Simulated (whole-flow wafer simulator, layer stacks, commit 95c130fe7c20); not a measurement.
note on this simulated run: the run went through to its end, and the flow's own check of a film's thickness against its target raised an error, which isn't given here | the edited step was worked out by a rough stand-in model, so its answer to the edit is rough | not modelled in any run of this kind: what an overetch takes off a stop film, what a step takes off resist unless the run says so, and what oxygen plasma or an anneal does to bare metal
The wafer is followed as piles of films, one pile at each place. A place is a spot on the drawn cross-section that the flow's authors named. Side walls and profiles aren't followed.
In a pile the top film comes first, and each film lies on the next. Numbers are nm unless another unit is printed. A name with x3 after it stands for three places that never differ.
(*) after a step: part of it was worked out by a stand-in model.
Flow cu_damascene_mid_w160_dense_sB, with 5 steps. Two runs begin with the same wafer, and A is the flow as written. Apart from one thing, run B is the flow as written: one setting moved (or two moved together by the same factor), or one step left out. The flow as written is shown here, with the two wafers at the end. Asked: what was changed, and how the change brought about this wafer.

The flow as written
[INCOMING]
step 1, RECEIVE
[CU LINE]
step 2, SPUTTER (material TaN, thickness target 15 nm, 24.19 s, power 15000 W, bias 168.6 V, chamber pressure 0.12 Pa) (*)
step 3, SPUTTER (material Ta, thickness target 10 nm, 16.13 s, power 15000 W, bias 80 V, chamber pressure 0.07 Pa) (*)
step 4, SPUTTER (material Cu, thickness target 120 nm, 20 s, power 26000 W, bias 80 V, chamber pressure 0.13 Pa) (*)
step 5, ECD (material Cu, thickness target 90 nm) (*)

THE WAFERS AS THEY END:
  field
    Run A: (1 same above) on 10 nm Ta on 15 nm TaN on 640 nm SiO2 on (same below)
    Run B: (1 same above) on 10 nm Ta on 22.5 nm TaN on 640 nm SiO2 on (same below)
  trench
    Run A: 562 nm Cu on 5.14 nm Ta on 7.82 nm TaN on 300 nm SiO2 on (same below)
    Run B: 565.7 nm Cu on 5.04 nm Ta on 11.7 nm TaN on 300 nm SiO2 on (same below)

Cause: step 2, SPUTTER: 36.29 s was run, though the flow has 24.19 s.

How this came from the change, step by step:
  step 2, SPUTTER (material TaN, thickness target 15 nm, 24.19 s, power 15000 W, bias 168.6 V, chamber pressure 0.12 Pa) (*)
      field: A +15 TaN (new film) | B +22.5 TaN (new film)
      trench: A +7.82 TaN (new film) | B +11.7 TaN (new film)
